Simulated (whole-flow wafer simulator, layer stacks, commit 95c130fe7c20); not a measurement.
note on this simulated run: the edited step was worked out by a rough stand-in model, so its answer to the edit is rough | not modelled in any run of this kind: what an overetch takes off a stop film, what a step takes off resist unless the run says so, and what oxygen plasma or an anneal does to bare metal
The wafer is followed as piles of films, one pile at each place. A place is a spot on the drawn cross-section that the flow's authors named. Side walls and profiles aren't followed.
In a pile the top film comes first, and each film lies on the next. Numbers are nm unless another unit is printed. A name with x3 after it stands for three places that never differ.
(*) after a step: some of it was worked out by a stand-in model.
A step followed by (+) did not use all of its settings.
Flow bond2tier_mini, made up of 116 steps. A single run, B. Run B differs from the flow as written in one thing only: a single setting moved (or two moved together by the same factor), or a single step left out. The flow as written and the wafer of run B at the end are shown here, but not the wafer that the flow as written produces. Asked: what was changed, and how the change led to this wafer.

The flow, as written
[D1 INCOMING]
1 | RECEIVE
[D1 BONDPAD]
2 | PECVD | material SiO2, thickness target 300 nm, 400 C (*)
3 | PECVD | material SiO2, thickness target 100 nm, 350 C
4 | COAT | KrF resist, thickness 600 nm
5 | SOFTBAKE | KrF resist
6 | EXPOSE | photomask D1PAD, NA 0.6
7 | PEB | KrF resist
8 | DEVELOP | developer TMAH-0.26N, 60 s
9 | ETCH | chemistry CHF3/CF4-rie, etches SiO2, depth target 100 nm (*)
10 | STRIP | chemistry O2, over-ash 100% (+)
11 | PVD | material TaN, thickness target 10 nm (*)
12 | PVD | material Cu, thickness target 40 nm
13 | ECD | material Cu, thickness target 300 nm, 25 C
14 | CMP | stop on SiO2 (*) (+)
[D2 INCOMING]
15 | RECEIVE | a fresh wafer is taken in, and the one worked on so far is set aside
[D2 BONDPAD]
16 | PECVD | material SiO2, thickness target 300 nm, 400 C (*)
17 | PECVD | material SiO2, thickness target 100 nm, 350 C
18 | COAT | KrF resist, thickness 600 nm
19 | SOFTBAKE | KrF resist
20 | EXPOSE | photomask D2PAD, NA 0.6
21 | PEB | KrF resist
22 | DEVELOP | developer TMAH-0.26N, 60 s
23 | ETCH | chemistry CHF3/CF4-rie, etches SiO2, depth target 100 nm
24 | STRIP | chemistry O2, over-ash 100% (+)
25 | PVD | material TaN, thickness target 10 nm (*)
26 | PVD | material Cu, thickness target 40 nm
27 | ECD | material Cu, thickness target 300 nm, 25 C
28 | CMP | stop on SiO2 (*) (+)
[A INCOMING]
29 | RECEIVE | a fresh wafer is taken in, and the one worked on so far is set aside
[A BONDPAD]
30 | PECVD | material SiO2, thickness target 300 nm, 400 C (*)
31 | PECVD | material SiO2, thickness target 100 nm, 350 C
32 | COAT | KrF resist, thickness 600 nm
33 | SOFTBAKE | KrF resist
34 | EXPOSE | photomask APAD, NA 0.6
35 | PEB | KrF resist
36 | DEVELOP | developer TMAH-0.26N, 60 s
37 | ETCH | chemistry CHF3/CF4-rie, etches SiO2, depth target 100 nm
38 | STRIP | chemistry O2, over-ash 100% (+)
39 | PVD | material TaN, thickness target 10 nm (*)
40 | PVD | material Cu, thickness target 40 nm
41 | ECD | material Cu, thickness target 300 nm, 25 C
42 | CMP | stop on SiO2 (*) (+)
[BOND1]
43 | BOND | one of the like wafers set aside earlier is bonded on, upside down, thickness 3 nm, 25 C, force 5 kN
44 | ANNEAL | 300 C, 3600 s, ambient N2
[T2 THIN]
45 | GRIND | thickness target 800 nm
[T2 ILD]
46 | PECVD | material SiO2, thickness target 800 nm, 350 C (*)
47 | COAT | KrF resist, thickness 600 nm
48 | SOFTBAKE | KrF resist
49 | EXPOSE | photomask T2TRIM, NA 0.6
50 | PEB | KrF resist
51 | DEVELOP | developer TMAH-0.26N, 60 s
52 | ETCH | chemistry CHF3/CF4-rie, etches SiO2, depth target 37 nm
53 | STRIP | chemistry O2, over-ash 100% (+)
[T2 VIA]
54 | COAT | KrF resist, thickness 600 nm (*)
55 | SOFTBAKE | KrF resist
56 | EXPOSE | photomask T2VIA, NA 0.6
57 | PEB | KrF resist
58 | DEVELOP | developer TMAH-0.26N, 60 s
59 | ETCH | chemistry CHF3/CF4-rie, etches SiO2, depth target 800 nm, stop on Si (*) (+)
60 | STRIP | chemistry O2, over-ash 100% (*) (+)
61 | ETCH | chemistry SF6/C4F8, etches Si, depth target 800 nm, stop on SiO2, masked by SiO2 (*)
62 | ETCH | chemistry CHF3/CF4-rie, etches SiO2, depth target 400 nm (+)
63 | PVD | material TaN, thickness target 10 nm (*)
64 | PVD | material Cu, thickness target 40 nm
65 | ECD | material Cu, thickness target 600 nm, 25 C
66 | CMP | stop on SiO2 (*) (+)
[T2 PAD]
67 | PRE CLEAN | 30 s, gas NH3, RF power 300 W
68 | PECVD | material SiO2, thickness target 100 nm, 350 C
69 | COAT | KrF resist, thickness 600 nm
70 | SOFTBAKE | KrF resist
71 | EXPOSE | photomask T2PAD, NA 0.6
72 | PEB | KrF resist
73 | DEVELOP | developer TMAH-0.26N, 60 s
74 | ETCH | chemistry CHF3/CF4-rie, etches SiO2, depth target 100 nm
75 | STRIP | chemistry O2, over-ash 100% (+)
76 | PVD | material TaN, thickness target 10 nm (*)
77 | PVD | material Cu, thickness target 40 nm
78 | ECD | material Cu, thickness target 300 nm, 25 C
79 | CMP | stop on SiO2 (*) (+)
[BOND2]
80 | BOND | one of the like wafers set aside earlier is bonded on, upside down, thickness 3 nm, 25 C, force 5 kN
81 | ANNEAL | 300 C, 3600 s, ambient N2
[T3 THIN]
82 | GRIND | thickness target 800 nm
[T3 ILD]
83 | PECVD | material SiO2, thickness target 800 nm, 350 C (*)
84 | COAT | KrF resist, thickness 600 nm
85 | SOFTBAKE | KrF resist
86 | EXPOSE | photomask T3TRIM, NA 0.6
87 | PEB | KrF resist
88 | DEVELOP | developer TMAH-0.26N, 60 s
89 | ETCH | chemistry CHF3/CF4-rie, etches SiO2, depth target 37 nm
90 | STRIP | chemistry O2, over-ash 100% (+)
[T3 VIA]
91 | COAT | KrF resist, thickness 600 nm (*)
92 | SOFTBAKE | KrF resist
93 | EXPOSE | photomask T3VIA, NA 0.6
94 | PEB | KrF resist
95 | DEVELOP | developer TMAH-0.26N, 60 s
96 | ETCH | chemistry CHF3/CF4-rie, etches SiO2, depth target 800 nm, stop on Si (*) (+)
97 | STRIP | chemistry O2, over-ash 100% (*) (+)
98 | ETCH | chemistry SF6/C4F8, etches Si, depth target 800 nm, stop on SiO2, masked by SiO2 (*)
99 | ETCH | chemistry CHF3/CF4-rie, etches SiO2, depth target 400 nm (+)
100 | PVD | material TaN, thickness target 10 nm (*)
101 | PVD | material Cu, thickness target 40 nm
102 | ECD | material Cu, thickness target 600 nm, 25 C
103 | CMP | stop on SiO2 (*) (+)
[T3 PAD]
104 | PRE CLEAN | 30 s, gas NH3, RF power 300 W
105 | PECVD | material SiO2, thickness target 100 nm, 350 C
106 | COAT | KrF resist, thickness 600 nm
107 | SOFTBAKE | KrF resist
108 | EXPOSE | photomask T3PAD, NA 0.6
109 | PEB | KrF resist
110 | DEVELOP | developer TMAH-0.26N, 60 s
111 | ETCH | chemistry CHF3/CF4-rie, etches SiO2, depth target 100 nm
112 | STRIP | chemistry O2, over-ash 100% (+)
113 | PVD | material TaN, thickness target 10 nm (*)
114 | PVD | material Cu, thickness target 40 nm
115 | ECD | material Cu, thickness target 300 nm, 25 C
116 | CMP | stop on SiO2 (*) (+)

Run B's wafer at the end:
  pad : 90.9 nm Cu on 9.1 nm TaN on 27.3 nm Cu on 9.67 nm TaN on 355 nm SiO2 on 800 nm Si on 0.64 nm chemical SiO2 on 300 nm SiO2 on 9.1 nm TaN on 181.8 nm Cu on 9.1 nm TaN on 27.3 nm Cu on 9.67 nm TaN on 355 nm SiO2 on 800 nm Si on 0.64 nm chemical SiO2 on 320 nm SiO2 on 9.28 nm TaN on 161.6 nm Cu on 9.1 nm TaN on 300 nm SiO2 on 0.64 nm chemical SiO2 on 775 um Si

Cause: step 9, ETCH: depth target 80 nm was run, while the flow as written has depth target 100 nm.

How this came from the change, step by step:
  9 | ETCH | chemistry CHF3/CF4-rie, etches SiO2, depth target 100 nm (*)
      pad, via: SiO2 loses 80 (as written it would have been: SiO2 loses 100)
      field: KrF resist loses 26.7 (as written it would have been: KrF resist loses 33.3)
  13 | ECD | material Cu, thickness target 300 nm, 25 C
      pad: Cu gains 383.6 (as written it would have been: Cu gains 404.5)
      via: Cu gains 380.1 (as written it would have been: Cu gains 400.2)
  43 | BOND | one of the like wafers set aside earlier is bonded on, upside down, thickness 3 nm, 25 C, force 5 kN
      pad: Si gains 775 um (new film), chemical SiO2 gains 0.64 (new film), SiO2 gains 320 (new film), TaN gains 9.28 (new film), Cu gains 70.7 (as written it would have been: Si gains 775 um (new film), chemical SiO2 gains 0.64 (new film), SiO2 gains 300 (new film), TaN gains 9.1 (new film), Cu gains 90.9)
      via: Si gains 775 um (new film), chemical SiO2 gains 0.64 (new film), SiO2 gains 320 (new film), TaN gains 9.99 (new film), Cu gains 70 (as written it would have been: Si gains 775 um (new film), chemical SiO2 gains 0.64 (new film), SiO2 gains 300 (new film), TaN gains 9.97 (new film), Cu gains 90)
